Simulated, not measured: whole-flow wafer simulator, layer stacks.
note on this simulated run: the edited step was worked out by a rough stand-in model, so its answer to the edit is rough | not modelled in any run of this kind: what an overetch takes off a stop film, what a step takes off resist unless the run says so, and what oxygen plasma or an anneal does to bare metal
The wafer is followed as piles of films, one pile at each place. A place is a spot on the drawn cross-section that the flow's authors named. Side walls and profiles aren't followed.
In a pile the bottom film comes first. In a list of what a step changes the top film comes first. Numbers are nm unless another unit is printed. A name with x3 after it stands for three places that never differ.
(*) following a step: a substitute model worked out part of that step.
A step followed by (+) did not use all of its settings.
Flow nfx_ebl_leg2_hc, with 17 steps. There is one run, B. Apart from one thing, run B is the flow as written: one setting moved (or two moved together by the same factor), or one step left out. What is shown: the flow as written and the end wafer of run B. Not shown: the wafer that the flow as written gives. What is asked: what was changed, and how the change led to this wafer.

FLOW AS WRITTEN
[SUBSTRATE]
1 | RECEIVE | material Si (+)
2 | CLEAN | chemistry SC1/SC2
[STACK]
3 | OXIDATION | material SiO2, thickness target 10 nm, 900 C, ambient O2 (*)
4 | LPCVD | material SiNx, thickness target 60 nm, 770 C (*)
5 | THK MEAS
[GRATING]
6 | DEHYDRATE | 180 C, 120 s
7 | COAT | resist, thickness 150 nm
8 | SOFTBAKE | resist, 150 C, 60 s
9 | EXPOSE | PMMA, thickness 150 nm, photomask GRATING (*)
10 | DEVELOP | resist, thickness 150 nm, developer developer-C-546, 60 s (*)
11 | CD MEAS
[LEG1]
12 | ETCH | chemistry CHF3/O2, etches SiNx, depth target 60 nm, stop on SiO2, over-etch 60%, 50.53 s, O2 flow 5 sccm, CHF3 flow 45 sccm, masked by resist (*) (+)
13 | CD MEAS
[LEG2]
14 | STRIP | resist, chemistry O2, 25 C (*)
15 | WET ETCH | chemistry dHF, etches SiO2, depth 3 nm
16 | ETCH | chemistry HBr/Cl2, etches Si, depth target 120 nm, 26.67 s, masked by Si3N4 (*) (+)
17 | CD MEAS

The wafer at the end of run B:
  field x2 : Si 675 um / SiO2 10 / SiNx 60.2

What caused this: step 4, LPCVD: thickness target 71.6 nm was run, though the flow has thickness target 60 nm.

Step by step, how the change led to this:
  4 | LPCVD | material SiNx, thickness target 60 nm, 770 C (*)
      field x2, pad x2: SiNx gains 71.6 (new film) (as written it would have been: SiNx gains 60 (new film))
  12 | ETCH | chemistry CHF3/O2, etches SiNx, depth target 60 nm, stop on SiO2, over-etch 60%, 50.53 s, O2 flow 5 sccm, CHF3 flow 45 sccm, masked by resist (*) (+)
      pad x2: SiNx loses 71.6 (all of it), SiO2 loses 10 (all of it) (as written it would have been: SiNx loses 60 (all of it), SiO2 loses 10 (all of it))
